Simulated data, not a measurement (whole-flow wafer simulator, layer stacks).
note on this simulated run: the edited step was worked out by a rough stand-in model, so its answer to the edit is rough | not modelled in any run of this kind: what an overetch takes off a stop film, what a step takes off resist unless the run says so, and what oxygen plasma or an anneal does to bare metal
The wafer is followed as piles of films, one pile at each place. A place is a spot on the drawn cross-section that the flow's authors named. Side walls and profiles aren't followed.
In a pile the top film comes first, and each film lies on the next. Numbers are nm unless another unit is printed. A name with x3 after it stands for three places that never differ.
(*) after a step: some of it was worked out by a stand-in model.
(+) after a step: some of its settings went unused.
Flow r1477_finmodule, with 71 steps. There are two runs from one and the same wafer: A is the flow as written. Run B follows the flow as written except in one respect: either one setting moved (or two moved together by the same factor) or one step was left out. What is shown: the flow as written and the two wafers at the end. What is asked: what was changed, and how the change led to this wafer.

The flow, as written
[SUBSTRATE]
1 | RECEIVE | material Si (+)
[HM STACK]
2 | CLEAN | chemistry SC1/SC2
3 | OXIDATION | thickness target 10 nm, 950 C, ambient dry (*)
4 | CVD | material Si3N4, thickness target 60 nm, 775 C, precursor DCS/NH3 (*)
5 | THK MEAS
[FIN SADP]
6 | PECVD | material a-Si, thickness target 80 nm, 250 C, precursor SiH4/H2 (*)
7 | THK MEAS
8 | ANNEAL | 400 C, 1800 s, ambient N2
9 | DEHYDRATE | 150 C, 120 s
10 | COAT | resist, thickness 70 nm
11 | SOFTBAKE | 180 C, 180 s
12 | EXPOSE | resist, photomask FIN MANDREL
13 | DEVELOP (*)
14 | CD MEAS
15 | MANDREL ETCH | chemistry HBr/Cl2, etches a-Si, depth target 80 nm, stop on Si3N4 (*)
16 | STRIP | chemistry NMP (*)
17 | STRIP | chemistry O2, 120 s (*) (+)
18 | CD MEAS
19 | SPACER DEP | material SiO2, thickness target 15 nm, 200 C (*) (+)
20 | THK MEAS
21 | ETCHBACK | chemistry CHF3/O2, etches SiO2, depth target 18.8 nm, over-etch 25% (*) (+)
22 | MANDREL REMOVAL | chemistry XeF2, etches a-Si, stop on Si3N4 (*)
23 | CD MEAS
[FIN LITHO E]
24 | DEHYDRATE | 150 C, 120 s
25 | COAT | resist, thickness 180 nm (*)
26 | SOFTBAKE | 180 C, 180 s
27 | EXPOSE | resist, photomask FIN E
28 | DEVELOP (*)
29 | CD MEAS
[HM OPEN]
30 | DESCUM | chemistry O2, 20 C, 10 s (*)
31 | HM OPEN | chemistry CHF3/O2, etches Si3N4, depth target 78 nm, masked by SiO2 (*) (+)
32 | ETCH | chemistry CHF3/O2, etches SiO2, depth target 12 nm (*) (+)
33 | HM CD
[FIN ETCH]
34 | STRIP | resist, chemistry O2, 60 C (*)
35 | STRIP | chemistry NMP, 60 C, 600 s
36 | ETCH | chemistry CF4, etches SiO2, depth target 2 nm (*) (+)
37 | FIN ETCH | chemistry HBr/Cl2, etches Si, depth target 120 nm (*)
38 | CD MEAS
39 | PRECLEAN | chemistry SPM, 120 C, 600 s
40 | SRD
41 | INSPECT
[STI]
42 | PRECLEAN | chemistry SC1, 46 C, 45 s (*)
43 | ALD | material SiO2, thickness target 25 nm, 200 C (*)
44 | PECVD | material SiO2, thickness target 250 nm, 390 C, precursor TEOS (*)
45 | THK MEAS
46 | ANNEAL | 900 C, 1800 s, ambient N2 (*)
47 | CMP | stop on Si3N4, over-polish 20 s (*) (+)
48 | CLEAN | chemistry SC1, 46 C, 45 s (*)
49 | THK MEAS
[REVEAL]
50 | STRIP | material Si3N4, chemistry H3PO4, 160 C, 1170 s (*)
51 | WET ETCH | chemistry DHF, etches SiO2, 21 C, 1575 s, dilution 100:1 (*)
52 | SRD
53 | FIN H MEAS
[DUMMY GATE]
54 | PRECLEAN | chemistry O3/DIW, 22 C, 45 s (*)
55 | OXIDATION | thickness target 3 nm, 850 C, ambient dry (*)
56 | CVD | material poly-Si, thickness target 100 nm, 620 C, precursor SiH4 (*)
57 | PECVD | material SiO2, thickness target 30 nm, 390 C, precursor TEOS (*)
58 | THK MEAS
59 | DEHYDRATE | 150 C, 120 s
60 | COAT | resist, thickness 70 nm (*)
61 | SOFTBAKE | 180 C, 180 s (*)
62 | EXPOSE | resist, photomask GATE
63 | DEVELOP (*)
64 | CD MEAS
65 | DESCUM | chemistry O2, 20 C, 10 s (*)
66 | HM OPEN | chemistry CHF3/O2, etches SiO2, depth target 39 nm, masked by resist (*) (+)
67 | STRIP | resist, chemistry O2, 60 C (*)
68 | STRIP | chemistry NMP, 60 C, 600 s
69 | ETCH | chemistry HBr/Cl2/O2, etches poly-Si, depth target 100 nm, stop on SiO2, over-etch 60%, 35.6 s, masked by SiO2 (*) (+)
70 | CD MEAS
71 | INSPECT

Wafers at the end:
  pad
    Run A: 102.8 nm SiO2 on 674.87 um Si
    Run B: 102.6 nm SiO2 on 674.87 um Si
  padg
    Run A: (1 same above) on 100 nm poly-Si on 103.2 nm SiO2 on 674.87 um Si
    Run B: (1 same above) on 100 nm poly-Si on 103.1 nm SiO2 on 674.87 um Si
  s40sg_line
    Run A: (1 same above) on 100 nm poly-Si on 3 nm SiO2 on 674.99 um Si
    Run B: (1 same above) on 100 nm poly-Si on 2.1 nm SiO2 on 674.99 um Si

What caused this: step 55, OXIDATION: thickness target 2.1 nm was run, while the flow as written has thickness target 3 nm.
The wafer itself shows it: s40sg_line has SiO2 2.1, and step 55 as written asks for 3 nm.

The path from the change to this, step by step:
  55 | OXIDATION | thickness target 3 nm, 850 C, ambient dry (*)
      s40sg_line, s45sg_line, s50sg_line, s40so_line, s45so_line, s50so_line: A SiO2 gains 3 (new film), chemical SiO2 loses 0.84 (all of it), Si loses 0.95 | B SiO2 gains 2.1 (new film), chemical SiO2 loses 0.84 (all of it), Si loses 0.55
